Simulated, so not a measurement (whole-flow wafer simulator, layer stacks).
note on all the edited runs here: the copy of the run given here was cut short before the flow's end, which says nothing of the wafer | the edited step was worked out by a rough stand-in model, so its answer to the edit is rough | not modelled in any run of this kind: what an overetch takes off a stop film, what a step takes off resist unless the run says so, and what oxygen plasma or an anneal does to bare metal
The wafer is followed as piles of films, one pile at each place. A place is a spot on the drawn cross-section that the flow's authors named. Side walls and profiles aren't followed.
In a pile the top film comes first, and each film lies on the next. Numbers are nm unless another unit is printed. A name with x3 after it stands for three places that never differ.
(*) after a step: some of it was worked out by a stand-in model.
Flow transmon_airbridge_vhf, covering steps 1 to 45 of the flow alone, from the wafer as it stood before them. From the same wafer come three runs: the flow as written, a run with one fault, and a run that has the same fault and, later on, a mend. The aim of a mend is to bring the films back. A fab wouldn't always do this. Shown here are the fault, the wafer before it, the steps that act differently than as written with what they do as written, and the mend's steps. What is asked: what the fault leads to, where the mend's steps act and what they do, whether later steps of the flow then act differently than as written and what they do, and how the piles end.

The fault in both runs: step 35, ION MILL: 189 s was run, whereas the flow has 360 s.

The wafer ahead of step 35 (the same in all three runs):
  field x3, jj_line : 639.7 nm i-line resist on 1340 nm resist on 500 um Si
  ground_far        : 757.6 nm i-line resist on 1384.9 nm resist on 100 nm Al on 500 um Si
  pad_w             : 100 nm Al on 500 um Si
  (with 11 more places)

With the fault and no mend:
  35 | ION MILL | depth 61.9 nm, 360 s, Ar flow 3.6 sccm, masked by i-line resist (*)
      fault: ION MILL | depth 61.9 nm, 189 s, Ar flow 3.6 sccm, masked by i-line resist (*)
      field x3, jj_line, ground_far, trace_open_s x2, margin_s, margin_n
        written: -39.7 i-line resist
        fault: -20.9 i-line resist
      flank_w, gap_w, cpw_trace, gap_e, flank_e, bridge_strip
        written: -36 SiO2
        fault: -18.9 SiO2
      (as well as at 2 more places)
  Later steps of the flow acting differently than as written (not shown: 3 more steps that differ only slightly, by at most 2% or 0.5 nm, whichever is larger):
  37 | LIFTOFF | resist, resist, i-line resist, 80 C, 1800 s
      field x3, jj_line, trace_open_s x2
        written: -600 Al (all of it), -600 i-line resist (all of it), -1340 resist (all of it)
        fault: -600 Al (all of it), -618.8 i-line resist (all of it), -1340 resist (all of it)
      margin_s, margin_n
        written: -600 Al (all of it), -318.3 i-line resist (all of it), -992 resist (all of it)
        fault: -600 Al (all of it), -337.1 i-line resist (all of it), -992 resist (all of it)
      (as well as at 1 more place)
  The piles end different from the flow's at pad_w, pad_e by more than 2% or 0.5 nm, whichever is larger.
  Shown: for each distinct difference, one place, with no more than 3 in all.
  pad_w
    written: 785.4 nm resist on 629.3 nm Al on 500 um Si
    fault: 780.7 nm resist on 658.8 nm Al on 500 um Si

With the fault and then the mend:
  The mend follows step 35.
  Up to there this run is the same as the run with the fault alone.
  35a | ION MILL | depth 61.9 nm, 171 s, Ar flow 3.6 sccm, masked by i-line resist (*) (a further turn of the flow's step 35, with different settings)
      field x3, jj_line, ground_far, trace_open_s x2, margin_s, margin_n
        -18.9 i-line resist
      flank_w, gap_w, cpw_trace, gap_e, flank_e, bridge_strip
        -17.1 SiO2
      pad_w, pad_e
        -29.4 Al
  Every later step of the flow that is run acts as written at every place that is followed.
  By the end, the piles equal the flow's at every place that both follow.
